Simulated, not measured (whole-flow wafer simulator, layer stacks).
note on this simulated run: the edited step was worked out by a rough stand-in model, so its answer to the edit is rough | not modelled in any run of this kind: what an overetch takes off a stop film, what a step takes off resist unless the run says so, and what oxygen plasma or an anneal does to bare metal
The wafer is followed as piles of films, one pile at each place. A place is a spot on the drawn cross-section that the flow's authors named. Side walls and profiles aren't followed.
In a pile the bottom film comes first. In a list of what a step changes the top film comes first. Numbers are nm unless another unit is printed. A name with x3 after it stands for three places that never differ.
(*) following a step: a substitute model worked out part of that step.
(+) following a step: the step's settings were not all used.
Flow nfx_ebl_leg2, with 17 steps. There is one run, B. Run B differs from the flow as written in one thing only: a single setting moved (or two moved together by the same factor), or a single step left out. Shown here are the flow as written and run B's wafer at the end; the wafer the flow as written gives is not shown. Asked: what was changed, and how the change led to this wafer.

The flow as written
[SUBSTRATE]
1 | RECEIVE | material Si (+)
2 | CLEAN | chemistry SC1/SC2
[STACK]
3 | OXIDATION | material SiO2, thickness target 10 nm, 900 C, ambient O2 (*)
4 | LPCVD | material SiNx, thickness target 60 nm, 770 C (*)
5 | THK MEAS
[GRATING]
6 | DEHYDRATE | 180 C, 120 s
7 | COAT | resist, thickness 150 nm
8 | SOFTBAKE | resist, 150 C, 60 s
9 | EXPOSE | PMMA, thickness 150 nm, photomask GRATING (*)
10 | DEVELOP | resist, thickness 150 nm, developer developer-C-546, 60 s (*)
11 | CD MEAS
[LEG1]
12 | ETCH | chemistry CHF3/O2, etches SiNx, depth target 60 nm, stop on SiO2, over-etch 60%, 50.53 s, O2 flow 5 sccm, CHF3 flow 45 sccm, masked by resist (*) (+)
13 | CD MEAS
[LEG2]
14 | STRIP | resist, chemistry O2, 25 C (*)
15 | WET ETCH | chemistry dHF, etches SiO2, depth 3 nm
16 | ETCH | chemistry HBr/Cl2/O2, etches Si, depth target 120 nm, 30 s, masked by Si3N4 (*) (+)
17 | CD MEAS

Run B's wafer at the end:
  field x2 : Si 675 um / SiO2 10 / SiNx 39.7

The reason: step 4, LPCVD: thickness target 46.5 nm was run, whereas the flow has thickness target 60 nm.

Step by step, how the change led to this:
  4 | LPCVD | material SiNx, thickness target 60 nm, 770 C (*)
      field x2, pad x2: SiNx gains 46.5 (new film) (as written it would have been: SiNx gains 60 (new film))
  12 | ETCH | chemistry CHF3/O2, etches SiNx, depth target 60 nm, stop on SiO2, over-etch 60%, 50.53 s, O2 flow 5 sccm, CHF3 flow 45 sccm, masked by resist (*) (+)
      pad x2: SiNx loses 46.5 (all of it), SiO2 loses 10 (all of it) (as written it would have been: SiNx loses 60 (all of it), SiO2 loses 10 (all of it))
